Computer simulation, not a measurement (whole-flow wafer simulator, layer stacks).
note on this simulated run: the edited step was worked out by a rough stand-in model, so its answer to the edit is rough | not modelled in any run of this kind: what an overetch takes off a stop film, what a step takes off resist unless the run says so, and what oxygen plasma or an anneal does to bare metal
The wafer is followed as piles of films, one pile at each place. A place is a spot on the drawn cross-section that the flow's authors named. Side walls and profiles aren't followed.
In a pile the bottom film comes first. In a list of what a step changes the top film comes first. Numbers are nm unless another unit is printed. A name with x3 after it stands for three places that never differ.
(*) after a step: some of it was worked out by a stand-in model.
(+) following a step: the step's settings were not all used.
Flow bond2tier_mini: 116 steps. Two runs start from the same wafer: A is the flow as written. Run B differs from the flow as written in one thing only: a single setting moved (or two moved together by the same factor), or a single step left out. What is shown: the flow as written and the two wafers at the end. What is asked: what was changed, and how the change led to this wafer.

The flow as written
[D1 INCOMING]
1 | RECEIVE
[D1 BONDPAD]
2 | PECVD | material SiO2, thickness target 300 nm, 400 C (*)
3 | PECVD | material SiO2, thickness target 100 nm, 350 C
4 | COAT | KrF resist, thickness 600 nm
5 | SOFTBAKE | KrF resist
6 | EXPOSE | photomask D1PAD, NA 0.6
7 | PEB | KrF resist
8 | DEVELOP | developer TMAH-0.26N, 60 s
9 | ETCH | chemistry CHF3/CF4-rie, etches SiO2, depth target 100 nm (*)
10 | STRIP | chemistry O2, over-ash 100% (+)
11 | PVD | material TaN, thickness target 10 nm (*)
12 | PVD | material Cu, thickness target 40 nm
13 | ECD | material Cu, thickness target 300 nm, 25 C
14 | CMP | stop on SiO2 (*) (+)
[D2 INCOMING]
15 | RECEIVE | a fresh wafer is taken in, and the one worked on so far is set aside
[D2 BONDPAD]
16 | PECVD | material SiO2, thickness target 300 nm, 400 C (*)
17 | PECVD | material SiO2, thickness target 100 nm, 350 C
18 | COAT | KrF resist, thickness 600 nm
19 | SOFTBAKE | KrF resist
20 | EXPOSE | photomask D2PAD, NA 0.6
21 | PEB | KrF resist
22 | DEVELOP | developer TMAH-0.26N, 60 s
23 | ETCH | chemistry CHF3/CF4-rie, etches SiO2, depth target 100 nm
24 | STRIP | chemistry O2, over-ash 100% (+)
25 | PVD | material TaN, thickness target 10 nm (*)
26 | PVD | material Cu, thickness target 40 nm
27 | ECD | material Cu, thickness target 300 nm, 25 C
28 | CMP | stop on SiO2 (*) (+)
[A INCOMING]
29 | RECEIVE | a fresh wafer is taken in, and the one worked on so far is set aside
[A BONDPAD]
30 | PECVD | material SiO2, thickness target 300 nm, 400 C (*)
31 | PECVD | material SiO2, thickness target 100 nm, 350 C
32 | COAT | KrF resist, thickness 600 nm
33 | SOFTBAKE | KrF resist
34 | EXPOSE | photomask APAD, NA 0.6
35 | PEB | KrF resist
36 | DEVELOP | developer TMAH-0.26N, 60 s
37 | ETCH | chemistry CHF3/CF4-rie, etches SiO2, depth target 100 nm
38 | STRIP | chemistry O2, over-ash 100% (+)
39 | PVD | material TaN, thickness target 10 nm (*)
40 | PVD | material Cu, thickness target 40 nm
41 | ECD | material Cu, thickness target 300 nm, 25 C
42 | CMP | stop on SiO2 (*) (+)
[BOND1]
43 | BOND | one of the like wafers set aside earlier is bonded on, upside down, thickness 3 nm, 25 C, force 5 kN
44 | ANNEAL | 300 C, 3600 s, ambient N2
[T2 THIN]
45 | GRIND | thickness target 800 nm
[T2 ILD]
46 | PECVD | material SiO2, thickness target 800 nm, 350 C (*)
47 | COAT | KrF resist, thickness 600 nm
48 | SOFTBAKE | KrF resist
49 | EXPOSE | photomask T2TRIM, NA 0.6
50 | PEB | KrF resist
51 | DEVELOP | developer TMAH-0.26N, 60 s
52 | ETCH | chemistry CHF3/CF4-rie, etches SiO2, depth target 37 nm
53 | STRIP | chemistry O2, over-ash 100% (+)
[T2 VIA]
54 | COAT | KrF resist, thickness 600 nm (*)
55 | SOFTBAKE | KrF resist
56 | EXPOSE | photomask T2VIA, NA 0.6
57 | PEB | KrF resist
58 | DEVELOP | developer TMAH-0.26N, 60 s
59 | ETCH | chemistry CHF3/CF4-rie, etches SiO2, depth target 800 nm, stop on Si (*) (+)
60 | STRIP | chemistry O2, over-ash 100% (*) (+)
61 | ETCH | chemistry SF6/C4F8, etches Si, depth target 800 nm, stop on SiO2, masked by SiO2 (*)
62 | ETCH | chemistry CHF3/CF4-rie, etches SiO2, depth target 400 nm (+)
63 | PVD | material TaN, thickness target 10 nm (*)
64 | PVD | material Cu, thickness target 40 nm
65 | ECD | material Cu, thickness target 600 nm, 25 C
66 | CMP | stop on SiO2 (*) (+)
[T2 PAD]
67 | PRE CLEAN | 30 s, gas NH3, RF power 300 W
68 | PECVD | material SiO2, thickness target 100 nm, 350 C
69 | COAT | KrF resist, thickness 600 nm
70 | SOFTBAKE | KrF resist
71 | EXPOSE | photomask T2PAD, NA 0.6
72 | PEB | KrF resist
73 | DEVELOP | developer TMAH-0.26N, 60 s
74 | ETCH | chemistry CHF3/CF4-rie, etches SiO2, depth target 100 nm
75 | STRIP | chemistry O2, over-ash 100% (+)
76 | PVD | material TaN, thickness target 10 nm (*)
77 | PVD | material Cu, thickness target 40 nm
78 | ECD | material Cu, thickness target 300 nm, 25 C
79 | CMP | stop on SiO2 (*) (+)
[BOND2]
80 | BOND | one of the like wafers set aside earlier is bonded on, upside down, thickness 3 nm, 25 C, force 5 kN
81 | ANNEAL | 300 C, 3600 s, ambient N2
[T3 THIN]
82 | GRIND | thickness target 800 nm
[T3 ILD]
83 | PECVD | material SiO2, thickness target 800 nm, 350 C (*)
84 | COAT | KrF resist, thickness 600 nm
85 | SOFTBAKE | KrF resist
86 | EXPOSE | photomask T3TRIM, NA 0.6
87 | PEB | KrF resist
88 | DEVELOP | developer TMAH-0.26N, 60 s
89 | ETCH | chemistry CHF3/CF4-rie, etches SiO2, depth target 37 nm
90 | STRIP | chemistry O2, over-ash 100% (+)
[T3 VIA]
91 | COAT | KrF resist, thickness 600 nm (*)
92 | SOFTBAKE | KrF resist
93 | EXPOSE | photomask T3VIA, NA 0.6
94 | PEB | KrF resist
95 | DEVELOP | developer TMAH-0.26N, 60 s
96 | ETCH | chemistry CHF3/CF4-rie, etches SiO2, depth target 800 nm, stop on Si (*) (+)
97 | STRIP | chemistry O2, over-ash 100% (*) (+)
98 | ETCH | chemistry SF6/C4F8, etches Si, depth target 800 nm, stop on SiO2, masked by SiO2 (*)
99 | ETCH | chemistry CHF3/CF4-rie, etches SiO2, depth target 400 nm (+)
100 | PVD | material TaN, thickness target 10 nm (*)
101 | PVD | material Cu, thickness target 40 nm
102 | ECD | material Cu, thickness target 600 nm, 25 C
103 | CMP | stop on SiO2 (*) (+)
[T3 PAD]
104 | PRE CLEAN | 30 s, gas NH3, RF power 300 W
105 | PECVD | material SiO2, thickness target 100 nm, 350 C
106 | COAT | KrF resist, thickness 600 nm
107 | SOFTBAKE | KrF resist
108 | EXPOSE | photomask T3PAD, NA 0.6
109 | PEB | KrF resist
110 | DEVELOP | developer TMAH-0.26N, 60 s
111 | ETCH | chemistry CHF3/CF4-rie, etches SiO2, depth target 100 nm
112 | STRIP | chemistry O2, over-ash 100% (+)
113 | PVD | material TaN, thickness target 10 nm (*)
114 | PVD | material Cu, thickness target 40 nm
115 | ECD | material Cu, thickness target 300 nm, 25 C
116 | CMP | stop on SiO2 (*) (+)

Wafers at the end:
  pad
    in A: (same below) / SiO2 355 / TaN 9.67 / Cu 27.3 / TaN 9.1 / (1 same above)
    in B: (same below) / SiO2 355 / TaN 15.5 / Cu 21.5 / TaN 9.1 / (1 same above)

What caused this: step 100, PVD: thickness target 16 nm was run, whereas the flow has thickness target 10 nm.

The path from the change to this, step by step:
  100 | PVD | material TaN, thickness target 10 nm (*)
      field: A +10 TaN (new film) | B +16 TaN (new film)
      pad: A +9.67 TaN (new film) | B +15.5 TaN (new film)
  103 | CMP | stop on SiO2 (*) (+)
      field: A -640 Cu (all of it), -10 TaN (all of it) | B -640 Cu (all of it), -16 TaN (all of it)
